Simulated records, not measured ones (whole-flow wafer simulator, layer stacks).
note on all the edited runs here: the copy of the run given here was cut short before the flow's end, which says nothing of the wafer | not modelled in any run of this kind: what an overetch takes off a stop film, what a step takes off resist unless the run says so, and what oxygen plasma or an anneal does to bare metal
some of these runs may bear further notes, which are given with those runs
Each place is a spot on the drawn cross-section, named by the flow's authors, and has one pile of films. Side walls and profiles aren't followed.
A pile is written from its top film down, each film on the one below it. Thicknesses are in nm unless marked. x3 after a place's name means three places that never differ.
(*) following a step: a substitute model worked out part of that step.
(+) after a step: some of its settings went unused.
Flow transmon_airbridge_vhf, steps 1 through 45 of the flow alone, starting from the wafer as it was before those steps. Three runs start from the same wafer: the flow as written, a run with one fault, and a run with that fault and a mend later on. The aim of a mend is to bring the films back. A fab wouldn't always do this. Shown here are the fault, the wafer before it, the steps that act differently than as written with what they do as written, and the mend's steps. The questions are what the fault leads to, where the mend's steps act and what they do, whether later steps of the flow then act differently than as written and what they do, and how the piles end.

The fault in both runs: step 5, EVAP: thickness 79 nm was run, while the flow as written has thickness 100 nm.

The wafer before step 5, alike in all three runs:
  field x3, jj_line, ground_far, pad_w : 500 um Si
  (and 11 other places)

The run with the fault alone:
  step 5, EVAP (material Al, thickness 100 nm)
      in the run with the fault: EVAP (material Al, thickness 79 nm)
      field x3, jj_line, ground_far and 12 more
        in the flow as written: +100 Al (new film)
        in the run with the fault: +79 Al (new film)
  Later steps of the flow acting differently than as written (19 other steps are not shown; they differ only slightly, by no more than 2% or 0.5 nm, whichever is larger):
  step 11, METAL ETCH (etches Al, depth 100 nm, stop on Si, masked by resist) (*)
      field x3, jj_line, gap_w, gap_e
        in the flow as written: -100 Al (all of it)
        in the run with the fault: -79 Al (all of it)
  At ground_far, pad_w, flank_w and 8 more, the piles at the end differ from the flow's by more than 2% or 0.5 nm, whichever is larger.
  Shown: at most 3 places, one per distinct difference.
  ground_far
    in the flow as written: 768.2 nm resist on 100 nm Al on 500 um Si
    in the run with the fault: 768.2 nm resist on 79 nm Al on 500 um Si
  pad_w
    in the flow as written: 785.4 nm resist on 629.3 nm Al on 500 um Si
    in the run with the fault: 786.2 nm resist on 608.3 nm Al on 500 um Si
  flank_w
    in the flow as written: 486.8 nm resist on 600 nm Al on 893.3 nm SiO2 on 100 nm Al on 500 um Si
    in the run with the fault: 490.1 nm resist on 600 nm Al on 893.2 nm SiO2 on 79 nm Al on 500 um Si

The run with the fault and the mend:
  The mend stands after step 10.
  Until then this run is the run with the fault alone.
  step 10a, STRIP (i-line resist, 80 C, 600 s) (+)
      ground_far, pad_w, flank_w and 8 more
        -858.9 i-line resist (all of it)
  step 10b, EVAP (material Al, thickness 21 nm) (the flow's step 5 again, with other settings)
      field x3, jj_line, ground_far and 12 more
        +21 Al
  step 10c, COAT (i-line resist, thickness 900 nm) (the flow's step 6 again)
      field x3, jj_line, ground_far and 12 more
        +900 i-line resist (new film)
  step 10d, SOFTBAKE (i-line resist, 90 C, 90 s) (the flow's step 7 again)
      leaves every film unchanged at each place that is followed
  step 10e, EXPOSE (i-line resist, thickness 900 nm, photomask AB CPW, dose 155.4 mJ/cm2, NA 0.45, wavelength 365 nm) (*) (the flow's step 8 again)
      leaves every film unchanged at each place that is followed
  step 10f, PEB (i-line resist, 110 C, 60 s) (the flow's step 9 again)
      field x3, jj_line, ground_far and 12 more
        -41 i-line resist
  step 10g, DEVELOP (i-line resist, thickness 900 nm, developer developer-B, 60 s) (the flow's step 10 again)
      ground_far, pad_w, flank_w and 8 more
        -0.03 i-line resist
      field x3, jj_line, gap_w, gap_e
        -859 i-line resist (all of it)
  Every later step of the flow that is run acts as written at every place that is followed.
  At every place that both follow, the piles at the end match the flow's.
